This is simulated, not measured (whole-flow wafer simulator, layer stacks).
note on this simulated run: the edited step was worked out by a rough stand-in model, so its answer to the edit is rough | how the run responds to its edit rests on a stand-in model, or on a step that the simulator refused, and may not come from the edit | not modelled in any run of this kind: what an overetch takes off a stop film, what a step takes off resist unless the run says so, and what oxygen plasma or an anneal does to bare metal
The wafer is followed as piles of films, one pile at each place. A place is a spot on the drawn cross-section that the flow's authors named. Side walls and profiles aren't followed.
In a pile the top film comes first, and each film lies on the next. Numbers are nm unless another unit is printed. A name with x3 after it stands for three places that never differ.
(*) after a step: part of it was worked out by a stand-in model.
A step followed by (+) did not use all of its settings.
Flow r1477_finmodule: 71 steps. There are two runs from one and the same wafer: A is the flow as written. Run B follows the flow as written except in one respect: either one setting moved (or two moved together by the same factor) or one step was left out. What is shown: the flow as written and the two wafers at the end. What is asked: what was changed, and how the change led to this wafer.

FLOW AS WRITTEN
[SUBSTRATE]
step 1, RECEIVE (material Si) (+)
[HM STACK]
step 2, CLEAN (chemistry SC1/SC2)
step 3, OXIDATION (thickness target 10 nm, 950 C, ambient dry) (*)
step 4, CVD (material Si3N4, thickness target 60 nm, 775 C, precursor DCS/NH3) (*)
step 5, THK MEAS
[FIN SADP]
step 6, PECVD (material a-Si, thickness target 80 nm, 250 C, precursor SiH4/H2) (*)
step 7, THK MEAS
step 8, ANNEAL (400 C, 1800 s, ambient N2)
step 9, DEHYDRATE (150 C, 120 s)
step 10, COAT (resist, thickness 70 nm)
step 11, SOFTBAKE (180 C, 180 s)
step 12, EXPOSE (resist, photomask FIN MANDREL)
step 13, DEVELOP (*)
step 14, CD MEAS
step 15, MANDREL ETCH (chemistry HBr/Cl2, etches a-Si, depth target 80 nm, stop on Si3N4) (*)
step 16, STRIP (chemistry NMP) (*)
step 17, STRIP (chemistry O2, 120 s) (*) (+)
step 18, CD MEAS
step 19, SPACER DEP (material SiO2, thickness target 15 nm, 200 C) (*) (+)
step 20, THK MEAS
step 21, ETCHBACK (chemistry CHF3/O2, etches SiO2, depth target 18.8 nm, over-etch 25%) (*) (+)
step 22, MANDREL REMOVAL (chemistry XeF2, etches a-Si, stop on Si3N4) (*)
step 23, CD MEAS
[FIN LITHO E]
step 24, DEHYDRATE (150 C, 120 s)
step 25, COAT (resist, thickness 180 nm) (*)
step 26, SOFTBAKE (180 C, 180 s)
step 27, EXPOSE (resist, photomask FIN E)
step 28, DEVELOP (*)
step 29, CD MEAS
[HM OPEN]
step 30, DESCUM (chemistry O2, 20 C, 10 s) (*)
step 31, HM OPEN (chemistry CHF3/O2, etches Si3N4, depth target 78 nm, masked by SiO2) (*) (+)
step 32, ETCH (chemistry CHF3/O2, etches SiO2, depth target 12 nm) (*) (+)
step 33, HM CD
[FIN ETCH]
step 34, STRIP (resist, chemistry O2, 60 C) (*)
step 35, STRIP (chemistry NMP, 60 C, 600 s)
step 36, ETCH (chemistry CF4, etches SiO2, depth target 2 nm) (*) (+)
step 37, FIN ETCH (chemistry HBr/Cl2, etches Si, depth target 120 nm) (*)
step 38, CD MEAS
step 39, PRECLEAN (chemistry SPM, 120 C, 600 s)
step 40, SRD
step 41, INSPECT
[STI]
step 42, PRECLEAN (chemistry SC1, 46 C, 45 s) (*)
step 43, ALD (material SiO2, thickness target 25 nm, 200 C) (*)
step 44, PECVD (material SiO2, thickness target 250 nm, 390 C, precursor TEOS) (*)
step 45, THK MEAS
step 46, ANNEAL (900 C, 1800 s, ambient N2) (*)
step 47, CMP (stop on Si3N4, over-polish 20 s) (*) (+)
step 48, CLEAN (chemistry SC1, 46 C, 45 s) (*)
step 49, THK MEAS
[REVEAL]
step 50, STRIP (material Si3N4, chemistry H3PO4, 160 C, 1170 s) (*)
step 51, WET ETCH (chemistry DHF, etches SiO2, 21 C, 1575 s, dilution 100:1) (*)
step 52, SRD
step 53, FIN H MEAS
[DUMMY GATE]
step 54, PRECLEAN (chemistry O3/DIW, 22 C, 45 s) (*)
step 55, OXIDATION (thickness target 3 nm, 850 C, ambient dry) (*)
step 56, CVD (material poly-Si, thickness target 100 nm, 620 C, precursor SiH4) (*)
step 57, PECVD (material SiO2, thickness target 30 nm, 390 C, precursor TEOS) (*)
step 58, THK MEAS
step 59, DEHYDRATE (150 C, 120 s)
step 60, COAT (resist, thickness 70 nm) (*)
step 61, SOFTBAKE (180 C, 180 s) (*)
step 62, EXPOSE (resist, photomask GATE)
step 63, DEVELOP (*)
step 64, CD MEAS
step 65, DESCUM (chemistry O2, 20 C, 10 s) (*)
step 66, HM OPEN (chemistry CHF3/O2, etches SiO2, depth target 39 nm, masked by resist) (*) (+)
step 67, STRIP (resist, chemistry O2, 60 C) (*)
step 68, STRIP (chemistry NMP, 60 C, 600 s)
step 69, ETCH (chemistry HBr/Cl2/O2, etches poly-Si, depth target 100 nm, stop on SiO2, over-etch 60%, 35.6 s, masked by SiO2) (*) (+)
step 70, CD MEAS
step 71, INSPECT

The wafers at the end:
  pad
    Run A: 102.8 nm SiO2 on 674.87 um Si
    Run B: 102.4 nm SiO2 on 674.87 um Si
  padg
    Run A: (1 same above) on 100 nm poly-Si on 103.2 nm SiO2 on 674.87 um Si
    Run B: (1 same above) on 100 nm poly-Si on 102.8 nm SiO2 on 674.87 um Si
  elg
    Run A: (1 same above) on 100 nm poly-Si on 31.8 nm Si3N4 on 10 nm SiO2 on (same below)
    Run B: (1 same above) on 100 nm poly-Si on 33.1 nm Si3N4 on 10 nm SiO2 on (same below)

Cause: step 36, ETCH: depth target 0.8 nm was run, whereas the flow has depth target 2 nm.

The path from the change to this, step by step:
  step 36, ETCH (chemistry CF4, etches SiO2, depth target 2 nm) (*) (+)
      pad, padg, esg and 19 more: A -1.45 chemical SiO2 (all of it), -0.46 Si | B -0.8 chemical SiO2
      elg, e40lg, e100lg, e200lg, elo, e40lo, e100lo, e200lo: A -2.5 Si3N4 | B -1 Si3N4
      (also at 6 further places)
  step 37, FIN ETCH (chemistry HBr/Cl2, etches Si, depth target 120 nm) (*)
      pad, padg, esg and 19 more: A -120 Si | B -0.65 chemical SiO2 (all of it), -120 Si
  step 51, WET ETCH (chemistry DHF, etches SiO2, 21 C, 1575 s, dilution 100:1) (*)
      elg, e40lg, e100lg, e200lg, elo, e40lo, e100lo, e200lo: A -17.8 SiO2 (all of it), -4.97 Si3N4 | B -16.3 SiO2 (all of it), -5.09 Si3N4
